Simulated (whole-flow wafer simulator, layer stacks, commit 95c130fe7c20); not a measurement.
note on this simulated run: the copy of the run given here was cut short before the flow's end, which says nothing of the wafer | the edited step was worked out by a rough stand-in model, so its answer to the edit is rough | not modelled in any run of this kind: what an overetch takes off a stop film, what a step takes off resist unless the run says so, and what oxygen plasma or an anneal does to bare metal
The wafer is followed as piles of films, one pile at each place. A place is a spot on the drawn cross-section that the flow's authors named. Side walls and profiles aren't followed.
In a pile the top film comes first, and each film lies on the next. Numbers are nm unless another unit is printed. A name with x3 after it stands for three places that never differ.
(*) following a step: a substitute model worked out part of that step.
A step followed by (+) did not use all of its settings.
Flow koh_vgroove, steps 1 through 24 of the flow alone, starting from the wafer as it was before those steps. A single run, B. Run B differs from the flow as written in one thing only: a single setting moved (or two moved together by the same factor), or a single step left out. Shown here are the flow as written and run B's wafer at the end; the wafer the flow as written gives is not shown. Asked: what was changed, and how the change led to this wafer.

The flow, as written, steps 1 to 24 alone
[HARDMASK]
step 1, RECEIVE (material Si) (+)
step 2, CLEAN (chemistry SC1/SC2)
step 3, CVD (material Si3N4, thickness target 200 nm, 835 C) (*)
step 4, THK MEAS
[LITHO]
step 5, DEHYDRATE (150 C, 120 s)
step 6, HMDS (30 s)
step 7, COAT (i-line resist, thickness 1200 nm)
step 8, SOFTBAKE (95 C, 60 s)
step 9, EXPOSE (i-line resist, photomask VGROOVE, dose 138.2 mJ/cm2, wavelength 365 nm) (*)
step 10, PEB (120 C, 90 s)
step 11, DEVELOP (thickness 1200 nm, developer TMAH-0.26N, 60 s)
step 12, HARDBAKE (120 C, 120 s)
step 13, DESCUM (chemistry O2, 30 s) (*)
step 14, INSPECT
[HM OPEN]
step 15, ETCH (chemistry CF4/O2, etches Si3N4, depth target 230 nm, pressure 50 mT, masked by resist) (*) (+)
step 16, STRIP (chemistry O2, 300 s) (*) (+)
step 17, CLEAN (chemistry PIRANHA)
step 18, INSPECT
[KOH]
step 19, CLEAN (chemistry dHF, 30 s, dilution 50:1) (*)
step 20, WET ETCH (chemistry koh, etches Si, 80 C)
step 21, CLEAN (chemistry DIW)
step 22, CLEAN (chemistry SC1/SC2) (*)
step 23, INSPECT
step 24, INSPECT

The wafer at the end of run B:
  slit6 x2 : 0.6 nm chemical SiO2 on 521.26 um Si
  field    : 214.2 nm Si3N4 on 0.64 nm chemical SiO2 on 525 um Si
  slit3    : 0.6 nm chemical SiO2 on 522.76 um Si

The reason: step 3, CVD: thickness target 215 nm was run, while the flow as written has thickness target 200 nm.

Step by step, how the change led to this:
  step 3, CVD (material Si3N4, thickness target 200 nm, 835 C) (*)
      field, slit3, slit2, slit6 x2: +215 Si3N4 (new film) (it would be, as written: +200 Si3N4 (new film))
  step 15, ETCH (chemistry CF4/O2, etches Si3N4, depth target 230 nm, pressure 50 mT, masked by resist) (*) (+)
      slit3, slit2, slit6 x2: -215 Si3N4 (all of it), -0.64 chemical SiO2 (all of it), -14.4 Si (it would be, as written: -200 Si3N4 (all of it), -0.64 chemical SiO2 (all of it), -29.4 Si)
